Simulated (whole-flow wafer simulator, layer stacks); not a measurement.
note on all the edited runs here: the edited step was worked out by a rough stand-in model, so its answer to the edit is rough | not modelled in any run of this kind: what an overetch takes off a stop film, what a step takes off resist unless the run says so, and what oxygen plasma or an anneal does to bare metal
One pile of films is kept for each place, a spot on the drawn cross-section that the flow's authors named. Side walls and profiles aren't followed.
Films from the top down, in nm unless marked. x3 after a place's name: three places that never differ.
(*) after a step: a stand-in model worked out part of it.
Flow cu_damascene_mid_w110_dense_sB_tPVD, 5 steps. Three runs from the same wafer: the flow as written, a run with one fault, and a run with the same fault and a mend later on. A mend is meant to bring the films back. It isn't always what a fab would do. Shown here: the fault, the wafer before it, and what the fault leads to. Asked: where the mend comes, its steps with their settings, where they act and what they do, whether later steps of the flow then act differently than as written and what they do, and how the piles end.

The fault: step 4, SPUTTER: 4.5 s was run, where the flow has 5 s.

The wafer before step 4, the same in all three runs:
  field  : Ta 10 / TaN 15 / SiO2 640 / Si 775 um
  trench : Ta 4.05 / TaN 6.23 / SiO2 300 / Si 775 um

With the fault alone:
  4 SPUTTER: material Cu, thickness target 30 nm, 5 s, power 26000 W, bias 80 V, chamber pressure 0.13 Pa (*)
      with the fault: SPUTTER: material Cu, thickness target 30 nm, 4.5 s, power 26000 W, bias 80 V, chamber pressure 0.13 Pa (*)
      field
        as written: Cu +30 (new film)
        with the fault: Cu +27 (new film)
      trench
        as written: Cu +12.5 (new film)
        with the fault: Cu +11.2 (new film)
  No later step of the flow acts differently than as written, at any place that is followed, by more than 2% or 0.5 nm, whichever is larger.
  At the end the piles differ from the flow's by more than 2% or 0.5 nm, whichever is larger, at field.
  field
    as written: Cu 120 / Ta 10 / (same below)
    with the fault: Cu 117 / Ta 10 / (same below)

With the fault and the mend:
  The mend comes after step 4.
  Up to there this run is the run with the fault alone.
  4a SPUTTER: material Cu, thickness target 30 nm, 0.5 s, power 26000 W, bias 80 V, chamber pressure 0.13 Pa (*) (the flow's step 4 once more, with other settings)
      field
        Cu +3
      trench
        Cu +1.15
  No later step of the flow acts differently than as written, at any place that is followed, by more than 2% or 0.5 nm, whichever is larger.
  At the end the piles are the same as the flow's at every place that both follow.
